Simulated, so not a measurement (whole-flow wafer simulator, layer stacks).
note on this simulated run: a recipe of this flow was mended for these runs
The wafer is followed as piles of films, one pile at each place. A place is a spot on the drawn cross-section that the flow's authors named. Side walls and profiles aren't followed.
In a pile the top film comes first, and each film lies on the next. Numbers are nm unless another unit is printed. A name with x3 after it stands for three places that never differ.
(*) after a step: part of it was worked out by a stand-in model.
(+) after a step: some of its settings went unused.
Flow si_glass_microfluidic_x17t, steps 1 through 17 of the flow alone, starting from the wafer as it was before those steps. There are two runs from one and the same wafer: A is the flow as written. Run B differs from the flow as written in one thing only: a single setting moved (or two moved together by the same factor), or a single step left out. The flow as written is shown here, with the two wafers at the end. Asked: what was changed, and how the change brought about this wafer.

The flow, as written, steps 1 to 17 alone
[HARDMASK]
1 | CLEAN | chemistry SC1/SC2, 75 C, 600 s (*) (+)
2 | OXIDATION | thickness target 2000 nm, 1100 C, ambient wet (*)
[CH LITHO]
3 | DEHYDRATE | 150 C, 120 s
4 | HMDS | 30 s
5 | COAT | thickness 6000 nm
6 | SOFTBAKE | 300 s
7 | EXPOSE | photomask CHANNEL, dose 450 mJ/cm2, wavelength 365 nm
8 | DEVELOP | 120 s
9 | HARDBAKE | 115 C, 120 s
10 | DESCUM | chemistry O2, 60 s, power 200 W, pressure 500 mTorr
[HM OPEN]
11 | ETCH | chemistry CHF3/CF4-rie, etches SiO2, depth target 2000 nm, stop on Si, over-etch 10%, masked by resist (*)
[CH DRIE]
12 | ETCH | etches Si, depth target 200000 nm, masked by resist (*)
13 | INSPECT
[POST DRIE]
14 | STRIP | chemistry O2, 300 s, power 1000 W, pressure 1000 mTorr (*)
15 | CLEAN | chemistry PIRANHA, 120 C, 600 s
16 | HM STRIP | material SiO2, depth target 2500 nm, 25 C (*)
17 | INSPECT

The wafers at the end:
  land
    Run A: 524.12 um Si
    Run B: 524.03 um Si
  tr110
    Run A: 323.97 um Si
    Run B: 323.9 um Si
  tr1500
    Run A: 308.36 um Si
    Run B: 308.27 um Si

The reason: step 2, OXIDATION: 1135 C was run, whereas the flow has 1100 C.

Step by step, how the change led to this:
  2 | OXIDATION | thickness target 2000 nm, 1100 C, ambient wet (*)
      land, tr110, tr1500, tr15: A SiO2 gains 2000 (new film), chemical SiO2 loses 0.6 (all of it), Si loses 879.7 | B SiO2 gains 2198.8 (new film), chemical SiO2 loses 0.6 (all of it), Si loses 967.2
  11 | ETCH | chemistry CHF3/CF4-rie, etches SiO2, depth target 2000 nm, stop on Si, over-etch 10%, masked by resist (*)
      tr110, tr1500, tr15: A SiO2 loses 2000 (all of it), Si loses 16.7 | B SiO2 loses 2198.8 (all of it), Si loses 0.1
  12 | ETCH | etches Si, depth target 200000 nm, masked by resist (*)
      tr1500: A Si loses 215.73 um | B Si loses 215.76 um
      tr15: A Si loses 149.99 um | B Si loses 149.93 um
  16 | HM STRIP | material SiO2, depth target 2500 nm, 25 C (*)
      land: A SiO2 loses 2000 (all of it) | B SiO2 loses 2198.8 (all of it)
